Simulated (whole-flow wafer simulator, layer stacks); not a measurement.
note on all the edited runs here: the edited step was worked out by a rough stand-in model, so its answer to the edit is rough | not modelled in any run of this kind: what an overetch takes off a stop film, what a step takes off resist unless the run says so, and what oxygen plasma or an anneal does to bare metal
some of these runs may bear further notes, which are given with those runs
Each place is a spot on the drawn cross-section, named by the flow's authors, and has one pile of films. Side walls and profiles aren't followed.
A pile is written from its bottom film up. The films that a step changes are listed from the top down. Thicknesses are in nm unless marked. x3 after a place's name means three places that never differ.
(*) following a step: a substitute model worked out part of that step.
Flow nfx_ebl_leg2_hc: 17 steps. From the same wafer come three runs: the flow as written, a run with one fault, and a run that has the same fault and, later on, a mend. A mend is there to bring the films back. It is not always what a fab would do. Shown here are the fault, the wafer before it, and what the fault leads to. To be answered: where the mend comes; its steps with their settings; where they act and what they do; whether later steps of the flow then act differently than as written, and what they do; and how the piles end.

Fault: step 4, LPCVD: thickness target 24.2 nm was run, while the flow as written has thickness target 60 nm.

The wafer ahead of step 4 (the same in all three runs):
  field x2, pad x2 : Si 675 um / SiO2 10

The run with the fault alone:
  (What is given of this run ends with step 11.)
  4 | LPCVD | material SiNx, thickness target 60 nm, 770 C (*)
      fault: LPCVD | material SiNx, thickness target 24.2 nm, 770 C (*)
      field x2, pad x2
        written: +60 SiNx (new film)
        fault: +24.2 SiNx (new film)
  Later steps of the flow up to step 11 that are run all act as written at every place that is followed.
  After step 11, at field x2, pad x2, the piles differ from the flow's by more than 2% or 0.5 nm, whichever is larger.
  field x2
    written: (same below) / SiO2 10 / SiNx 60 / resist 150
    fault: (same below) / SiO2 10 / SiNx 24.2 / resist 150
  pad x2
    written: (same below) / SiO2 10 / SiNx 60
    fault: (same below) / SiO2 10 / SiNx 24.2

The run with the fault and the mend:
  The mend stands after step 11.
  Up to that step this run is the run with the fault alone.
  11a | STRIP | resist, chemistry O2, 25 C (*)
      field x2
        -150 resist (all of it)
  11b | CLEAN | chemistry SC1/SC2 (*) (a further turn of the flow's step 2)
      alters no film at any place that is followed
  11c | LPCVD | material SiNx, thickness target 35.8 nm, 770 C (*) (a further turn of the flow's step 4, with different settings)
      field x2, pad x2
        +35.8 SiNx
  11d | DEHYDRATE | 180 C, 120 s (a further turn of the flow's step 6)
      alters no film at any place that is followed
  11e | COAT | resist, thickness 150 nm (a further turn of the flow's step 7)
      field x2, pad x2
        +150 resist (new film)
  11f | SOFTBAKE | resist, 150 C, 60 s (a further turn of the flow's step 8)
      alters no film at any place that is followed
  11g | EXPOSE | PMMA, thickness 150 nm, photomask GRATING (*) (a further turn of the flow's step 9)
      alters no film at any place that is followed
  11h | DEVELOP | resist, thickness 150 nm, developer developer-C-546, 60 s (*) (a further turn of the flow's step 10)
      pad x2
        -150 resist (all of it)
  Later steps of the flow that are run all act as written at every place that is followed.
  The piles end the same as the flow's at every place that both follow.
